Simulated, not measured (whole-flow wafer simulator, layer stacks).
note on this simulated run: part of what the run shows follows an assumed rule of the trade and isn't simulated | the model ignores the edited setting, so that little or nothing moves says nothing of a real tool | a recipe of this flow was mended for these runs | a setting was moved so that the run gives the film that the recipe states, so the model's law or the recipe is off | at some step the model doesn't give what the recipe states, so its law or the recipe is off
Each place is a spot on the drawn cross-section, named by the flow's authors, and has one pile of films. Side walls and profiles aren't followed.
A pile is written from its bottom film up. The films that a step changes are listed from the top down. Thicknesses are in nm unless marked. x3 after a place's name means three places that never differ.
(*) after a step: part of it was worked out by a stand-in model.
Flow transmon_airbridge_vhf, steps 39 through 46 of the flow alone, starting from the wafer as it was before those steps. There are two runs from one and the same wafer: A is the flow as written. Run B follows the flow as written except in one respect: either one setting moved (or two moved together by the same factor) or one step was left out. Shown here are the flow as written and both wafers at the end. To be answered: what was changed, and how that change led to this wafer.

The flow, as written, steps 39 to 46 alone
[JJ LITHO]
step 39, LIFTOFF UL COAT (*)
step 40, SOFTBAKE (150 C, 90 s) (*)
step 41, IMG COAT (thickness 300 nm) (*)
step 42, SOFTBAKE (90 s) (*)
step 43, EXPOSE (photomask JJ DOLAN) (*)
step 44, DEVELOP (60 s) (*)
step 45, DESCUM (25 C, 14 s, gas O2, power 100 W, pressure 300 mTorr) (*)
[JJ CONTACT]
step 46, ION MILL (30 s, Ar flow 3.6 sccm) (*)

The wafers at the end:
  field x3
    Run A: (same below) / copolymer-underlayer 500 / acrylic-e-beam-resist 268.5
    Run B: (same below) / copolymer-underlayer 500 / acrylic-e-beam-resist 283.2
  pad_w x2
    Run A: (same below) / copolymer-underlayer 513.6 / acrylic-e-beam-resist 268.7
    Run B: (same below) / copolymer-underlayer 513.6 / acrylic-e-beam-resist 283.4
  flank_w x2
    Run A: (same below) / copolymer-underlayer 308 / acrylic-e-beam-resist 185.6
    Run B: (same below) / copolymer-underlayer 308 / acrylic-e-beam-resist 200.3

Cause: step 45, DESCUM: 25 C, 14 s, gas O2, power 100 W, pressure 300 mTorr (*), was omitted.

The path from the change to this, step by step:
  (no step that both runs have acts differently)
